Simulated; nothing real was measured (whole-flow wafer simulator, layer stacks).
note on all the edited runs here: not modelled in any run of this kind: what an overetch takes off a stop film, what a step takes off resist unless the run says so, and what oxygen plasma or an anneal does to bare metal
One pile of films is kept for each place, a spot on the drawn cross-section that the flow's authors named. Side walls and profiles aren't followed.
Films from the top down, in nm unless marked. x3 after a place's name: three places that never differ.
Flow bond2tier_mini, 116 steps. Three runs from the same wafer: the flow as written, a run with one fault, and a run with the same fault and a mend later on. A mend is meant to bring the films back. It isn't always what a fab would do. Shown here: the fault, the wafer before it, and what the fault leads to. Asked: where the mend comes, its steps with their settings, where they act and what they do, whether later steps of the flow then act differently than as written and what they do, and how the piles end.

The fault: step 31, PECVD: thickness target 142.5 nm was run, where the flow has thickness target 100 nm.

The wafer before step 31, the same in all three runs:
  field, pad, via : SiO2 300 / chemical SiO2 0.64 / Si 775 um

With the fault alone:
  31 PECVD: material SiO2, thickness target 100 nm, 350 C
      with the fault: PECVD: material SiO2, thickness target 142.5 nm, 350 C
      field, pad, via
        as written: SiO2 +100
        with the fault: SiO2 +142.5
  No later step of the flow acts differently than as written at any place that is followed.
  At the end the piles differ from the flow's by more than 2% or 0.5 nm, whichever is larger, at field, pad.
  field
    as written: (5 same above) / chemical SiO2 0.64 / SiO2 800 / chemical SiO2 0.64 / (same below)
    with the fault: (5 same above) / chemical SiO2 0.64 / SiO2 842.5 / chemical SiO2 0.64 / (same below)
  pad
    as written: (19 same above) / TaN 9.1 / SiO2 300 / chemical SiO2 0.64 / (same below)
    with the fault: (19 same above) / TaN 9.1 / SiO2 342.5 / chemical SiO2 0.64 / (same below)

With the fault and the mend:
  The mend comes after step 31.
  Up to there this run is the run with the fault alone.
  31a ETCH: chemistry CHF3/CF4-rie, etches SiO2, depth target 42.5 nm (the flow's step 9 once more, with other settings)
      field, pad, via
        SiO2 -42.5
  No later step of the flow acts differently than as written at any place that is followed.
  At the end the piles are the same as the flow's at every place that both follow.
